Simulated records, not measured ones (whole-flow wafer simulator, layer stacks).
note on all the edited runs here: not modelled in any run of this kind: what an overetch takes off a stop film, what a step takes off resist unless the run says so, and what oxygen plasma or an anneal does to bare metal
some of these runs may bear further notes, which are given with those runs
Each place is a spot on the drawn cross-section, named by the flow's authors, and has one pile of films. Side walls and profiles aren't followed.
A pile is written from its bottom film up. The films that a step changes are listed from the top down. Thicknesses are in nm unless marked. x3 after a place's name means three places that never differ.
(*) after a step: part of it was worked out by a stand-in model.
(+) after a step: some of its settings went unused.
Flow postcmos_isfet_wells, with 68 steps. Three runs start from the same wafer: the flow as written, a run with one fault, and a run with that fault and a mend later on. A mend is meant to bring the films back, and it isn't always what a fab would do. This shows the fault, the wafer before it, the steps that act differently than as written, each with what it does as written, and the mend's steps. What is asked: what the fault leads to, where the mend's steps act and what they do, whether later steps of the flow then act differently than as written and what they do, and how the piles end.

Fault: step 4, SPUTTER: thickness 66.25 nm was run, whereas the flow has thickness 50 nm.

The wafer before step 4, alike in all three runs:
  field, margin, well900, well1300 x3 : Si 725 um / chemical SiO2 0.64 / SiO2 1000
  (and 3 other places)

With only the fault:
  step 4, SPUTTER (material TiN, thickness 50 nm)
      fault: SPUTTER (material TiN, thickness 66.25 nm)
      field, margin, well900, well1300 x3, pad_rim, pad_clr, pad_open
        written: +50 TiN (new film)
        fault: +66.2 TiN (new film)
  Steps further on in the flow that do not act as written (1 more step, not shown, differs only slightly: by at most 2% or 0.5 nm, whichever is larger):
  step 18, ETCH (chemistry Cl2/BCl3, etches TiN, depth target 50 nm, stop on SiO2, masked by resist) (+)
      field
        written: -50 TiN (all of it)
        fault: -50 TiN
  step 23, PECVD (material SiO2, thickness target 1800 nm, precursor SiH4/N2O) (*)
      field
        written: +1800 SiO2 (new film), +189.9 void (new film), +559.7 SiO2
        fault: +1800 SiO2 (new film), +190.2 void (new film), +559.8 SiO2 (new film)
  The piles end different from the flow's at field, margin, well900, well1300 x3, pad_rim, pad_clr, pad_open by more than 2% or 0.5 nm, whichever is larger.
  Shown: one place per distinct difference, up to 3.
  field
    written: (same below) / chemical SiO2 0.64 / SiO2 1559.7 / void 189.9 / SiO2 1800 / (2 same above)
    fault: (same below) / chemical SiO2 0.64 / SiO2 1000 / TiN 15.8 / SiO2 559.8 / void 190.2 / SiO2 1800 / (2 same above)
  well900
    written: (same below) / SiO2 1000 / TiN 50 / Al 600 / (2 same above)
    fault: (same below) / SiO2 1000 / TiN 66.2 / Al 600 / (2 same above)
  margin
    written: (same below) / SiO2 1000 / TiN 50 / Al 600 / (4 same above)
    fault: (same below) / SiO2 1000 / TiN 66.2 / Al 600 / (4 same above)

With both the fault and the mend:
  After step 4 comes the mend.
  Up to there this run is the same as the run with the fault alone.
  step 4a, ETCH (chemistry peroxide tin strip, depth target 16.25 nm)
      field, margin, well900, well1300 x3, pad_rim, pad_clr, pad_open
        -16.2 TiN
  Later steps of the flow that are run all act as written at every place that is followed.
  At every place that both follow, the piles at the end match the flow's.
